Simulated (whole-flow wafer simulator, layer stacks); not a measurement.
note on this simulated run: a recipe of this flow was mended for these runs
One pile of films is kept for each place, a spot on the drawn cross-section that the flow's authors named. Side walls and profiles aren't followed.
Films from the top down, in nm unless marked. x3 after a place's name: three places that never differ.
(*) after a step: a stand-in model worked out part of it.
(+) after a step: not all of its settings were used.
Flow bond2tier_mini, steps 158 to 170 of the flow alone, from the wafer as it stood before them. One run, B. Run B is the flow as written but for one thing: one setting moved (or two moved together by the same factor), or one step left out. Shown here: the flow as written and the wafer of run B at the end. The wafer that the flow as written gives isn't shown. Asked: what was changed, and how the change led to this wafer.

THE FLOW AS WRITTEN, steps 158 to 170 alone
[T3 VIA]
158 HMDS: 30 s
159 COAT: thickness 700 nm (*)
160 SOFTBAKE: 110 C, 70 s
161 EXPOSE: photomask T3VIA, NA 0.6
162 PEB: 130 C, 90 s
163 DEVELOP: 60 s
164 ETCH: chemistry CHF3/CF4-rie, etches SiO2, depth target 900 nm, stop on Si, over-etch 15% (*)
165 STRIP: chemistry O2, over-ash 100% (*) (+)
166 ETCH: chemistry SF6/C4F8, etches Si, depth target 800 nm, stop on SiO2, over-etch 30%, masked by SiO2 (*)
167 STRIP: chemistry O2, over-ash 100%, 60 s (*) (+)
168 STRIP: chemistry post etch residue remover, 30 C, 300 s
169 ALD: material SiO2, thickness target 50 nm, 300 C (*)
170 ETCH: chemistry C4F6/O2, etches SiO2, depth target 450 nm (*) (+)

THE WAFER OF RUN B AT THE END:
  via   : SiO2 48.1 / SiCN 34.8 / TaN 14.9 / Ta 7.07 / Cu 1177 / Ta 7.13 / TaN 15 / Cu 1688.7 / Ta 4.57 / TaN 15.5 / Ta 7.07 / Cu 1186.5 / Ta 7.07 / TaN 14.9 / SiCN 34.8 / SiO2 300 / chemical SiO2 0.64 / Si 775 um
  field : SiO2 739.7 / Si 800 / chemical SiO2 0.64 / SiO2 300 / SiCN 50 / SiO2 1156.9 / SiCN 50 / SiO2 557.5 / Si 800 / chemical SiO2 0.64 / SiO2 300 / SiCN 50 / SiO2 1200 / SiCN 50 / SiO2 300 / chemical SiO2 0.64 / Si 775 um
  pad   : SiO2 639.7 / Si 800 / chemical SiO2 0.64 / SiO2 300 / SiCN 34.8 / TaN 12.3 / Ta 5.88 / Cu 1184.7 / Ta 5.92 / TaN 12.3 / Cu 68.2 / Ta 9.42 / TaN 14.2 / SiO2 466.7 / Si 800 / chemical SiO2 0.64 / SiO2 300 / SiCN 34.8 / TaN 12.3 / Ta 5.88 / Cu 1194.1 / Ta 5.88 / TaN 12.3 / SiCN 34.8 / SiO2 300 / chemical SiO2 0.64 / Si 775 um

The cause: step 170, ETCH: depth target 300 nm was run, where the flow has depth target 450 nm.

How the change led to this, step by step:
  170 ETCH: chemistry C4F6/O2, etches SiO2, depth target 450 nm (*) (+)
      via: SiO2 -300 (as written it would be: SiO2 -348.1 (all of it), SiCN -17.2)
      field, pad: SiO2 -300 (as written it would be: SiO2 -450)
